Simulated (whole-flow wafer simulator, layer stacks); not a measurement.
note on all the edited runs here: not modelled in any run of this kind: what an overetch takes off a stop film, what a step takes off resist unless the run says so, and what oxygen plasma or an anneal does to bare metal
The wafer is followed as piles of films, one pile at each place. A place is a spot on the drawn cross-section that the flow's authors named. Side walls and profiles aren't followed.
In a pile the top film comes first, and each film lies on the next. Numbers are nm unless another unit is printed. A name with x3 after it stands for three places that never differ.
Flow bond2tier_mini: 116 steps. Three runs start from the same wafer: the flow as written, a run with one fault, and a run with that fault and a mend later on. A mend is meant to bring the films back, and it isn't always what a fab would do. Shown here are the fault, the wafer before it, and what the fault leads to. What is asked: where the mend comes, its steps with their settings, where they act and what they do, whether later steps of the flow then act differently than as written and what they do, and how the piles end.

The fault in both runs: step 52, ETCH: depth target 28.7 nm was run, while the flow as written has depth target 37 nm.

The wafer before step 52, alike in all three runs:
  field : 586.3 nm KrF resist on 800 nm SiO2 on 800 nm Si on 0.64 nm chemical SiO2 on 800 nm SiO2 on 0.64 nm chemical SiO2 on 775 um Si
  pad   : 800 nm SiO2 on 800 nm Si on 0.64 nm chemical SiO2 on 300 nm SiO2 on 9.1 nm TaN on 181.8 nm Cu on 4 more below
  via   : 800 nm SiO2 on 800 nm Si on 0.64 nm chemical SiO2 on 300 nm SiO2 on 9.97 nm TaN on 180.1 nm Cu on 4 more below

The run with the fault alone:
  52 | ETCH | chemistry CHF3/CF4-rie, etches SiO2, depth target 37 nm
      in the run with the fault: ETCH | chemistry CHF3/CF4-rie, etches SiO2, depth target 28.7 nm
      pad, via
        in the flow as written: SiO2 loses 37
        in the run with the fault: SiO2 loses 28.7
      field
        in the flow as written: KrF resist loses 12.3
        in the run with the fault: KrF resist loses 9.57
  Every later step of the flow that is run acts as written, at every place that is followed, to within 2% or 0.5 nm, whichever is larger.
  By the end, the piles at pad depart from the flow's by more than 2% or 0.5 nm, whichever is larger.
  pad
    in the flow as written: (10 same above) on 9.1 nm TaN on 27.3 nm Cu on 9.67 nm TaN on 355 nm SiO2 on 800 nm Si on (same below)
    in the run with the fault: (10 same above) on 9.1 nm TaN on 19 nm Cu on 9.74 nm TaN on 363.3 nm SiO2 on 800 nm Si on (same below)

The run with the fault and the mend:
  The mend follows step 52.
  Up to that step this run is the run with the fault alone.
  52a | ETCH | chemistry CHF3/CF4-rie, etches SiO2, depth target 8.3 nm (a further turn of the flow's step 52, with different settings)
      pad, via
        SiO2 loses 8.3
      field
        KrF resist loses 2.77
  Every later step of the flow that is run acts as written at every place that is followed.
  By the end, the piles equal the flow's at every place that both follow.
